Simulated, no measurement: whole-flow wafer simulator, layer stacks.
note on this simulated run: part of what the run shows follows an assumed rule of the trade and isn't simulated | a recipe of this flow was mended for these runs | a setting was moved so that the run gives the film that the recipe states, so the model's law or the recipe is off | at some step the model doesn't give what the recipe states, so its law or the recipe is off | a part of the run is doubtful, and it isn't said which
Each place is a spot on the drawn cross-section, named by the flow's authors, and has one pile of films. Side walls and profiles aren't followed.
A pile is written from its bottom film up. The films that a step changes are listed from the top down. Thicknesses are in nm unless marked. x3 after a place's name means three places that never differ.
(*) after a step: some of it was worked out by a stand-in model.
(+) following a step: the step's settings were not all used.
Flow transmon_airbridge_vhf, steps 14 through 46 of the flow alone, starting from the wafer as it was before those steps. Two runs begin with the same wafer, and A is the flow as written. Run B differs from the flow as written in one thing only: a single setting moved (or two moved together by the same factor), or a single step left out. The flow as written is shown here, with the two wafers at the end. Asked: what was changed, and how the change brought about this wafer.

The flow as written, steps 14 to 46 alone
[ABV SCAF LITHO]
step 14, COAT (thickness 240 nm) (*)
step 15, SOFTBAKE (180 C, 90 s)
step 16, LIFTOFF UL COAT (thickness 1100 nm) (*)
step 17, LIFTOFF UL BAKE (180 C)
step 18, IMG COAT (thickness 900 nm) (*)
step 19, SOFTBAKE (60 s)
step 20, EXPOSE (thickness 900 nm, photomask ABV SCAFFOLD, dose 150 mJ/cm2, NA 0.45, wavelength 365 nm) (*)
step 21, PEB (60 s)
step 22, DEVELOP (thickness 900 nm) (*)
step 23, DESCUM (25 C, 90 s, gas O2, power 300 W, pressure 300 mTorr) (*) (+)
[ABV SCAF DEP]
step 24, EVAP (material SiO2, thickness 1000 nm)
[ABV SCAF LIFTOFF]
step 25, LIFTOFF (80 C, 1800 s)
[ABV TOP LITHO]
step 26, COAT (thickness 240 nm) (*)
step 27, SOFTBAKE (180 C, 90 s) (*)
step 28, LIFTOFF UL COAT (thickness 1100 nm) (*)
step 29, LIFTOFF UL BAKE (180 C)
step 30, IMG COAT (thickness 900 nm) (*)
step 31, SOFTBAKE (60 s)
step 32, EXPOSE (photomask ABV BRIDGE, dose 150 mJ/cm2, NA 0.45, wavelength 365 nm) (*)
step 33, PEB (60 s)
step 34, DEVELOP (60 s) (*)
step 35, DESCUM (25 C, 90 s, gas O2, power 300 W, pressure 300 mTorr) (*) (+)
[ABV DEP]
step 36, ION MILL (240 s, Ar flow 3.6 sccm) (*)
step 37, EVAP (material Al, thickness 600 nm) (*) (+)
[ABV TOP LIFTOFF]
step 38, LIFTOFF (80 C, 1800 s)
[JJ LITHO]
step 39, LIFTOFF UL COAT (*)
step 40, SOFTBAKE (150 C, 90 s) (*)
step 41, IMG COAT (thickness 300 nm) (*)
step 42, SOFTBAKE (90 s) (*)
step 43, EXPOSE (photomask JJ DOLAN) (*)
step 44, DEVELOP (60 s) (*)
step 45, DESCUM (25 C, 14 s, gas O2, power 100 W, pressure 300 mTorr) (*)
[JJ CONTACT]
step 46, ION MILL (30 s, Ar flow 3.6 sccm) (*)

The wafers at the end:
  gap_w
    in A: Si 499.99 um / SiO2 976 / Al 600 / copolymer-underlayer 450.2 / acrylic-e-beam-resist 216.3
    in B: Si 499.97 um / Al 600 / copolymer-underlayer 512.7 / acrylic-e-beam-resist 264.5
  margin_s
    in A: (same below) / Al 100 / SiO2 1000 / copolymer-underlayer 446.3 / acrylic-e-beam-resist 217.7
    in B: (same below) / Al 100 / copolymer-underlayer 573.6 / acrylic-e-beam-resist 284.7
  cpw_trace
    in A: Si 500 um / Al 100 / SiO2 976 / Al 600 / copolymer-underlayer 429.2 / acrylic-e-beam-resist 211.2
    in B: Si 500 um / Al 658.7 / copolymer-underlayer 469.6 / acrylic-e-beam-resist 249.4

Cause: step 23, DESCUM: 68 s was run, while the flow as written has 90 s.

The path from the change to this, step by step:
  step 23, DESCUM (25 C, 90 s, gas O2, power 300 W, pressure 300 mTorr) (*) (+)
      margin_s, bridge_strip, margin_n: A acrylic-e-beam-resist loses 240 (all of it) | B acrylic-e-beam-resist loses 229.2
      gap_w, gap_e: A acrylic-e-beam-resist loses 252.8 (all of it) | B acrylic-e-beam-resist loses 229.2
      (also at 10 further places)
  step 25, LIFTOFF (80 C, 1800 s)
      margin_s, bridge_strip, margin_n: A nothing | B SiO2 loses 1000 (all of it), acrylic-e-beam-resist loses 10.8 (all of it)
      gap_w, gap_e: A nothing | B SiO2 loses 1000 (all of it), acrylic-e-beam-resist loses 23.6 (all of it)
      (also at 10 further places)
  step 26, COAT (thickness 240 nm) (*)
      flank_w, flank_e: A acrylic-e-beam-resist gains 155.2 (new film) | B acrylic-e-beam-resist gains 123.7 (new film)
      gap_w, gap_e: A acrylic-e-beam-resist gains 211.2 (new film) | B acrylic-e-beam-resist gains 258.8 (new film)
      (also at 7 further places)
  step 28, LIFTOFF UL COAT (thickness 1100 nm) (*)
      gap_w, gap_e: A lift-off-underlayer gains 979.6 (new film) | B lift-off-underlayer gains 1172.1 (new film)
      margin_s, margin_n: A lift-off-underlayer gains 823.4 (new film) | B lift-off-underlayer gains 1100 (new film)
      (also at 7 further places)
  step 30, IMG COAT (thickness 900 nm) (*)
      gap_w, gap_e: A i-line-resist gains 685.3 (new film) | B i-line-resist gains 925.2 (new film)
      margin_s, margin_n: A i-line-resist gains 603.2 (new film) | B i-line-resist gains 900 (new film)
      (also at 7 further places)
  step 31, SOFTBAKE (60 s)
      margin_s, margin_n: A i-line-resist loses 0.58 | B nothing
      flank_w, flank_e: A i-line-resist loses 0.67 | B i-line-resist loses 1.69
  step 33, PEB (60 s)
      flank_w, flank_e: A i-line-resist loses 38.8 | B i-line-resist loses 34.9
      gap_w, gap_e: A i-line-resist loses 35 | B i-line-resist loses 47.8
      (also at 7 further places)
  step 34, DEVELOP (60 s) (*)
      gap_w, gap_e: A i-line-resist loses 650.2 (all of it), lift-off-underlayer loses 979.6 (all of it) | B i-line-resist loses 877.6 (all of it), lift-off-underlayer loses 1172.1 (all of it)
      pad_w: A i-line-resist loses 937.3 (all of it), lift-off-underlayer loses 1246.2 (all of it) | B i-line-resist loses 817.3 (all of it), lift-off-underlayer loses 1163.4 (all of it)
      (also at 5 further places)
  step 35, DESCUM (25 C, 90 s, gas O2, power 300 W, pressure 300 mTorr) (*) (+)
      field x3, jj_line, ground_far, trace_open_s x2, margin_s, margin_n: A i-line-resist loses 167.2 | B i-line-resist loses 155.3
      flank_w, flank_e: A acrylic-e-beam-resist loses 155.2 (all of it) | B acrylic-e-beam-resist loses 123.7 (all of it)
      (also at 6 further places)
  step 36, ION MILL (240 s, Ar flow 3.6 sccm) (*)
      gap_w, gap_e: A SiO2 loses 24 | B Si loses 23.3
      cpw_trace, bridge_strip: A SiO2 loses 24 | B Al loses 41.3
  step 37, EVAP (material Al, thickness 600 nm) (*) (+)
      cpw_trace, bridge_strip: A Al gains 600 (new film) | B Al gains 600
  step 38, LIFTOFF (80 C, 1800 s)
      margin_s, margin_n: A Al loses 600 (all of it), i-line-resist loses 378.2 (all of it), lift-off-underlayer loses 823.4 (all of it), acrylic-e-beam-resist loses 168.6 (all of it) | B Al loses 600 (all of it), i-line-resist loses 671.7 (all of it), lift-off-underlayer loses 1100 (all of it), acrylic-e-beam-resist loses 240 (all of it)
      ground_far: A Al loses 600 (all of it), i-line-resist loses 776.6 (all of it), lift-off-underlayer loses 1134.8 (all of it), acrylic-e-beam-resist loses 250.1 (all of it) | B Al loses 600 (all of it), i-line-resist loses 681.2 (all of it), lift-off-underlayer loses 1097.9 (all of it), acrylic-e-beam-resist loses 238.4 (all of it)
  step 39, LIFTOFF UL COAT (*)
      pad_w, pad_e: A copolymer-underlayer gains 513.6 (new film) | B copolymer-underlayer gains 493.5 (new film)
      flank_w, flank_e: A copolymer-underlayer gains 308 (new film) | B copolymer-underlayer gains 231.1 (new film)
      (also at 6 further places)
  step 41, IMG COAT (thickness 300 nm) (*)
      pad_w, pad_e: A acrylic-e-beam-resist gains 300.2 (new film) | B acrylic-e-beam-resist gains 280.1 (new film)
      flank_w, flank_e: A acrylic-e-beam-resist gains 217.1 (new film) | B acrylic-e-beam-resist gains 162.2 (new film)
      (also at 6 further places)
Taking metal films that touch as one body, cpw_trace has 1 body; the flow as written gives 2 bodies (between them, from the top down: SiO2 976).
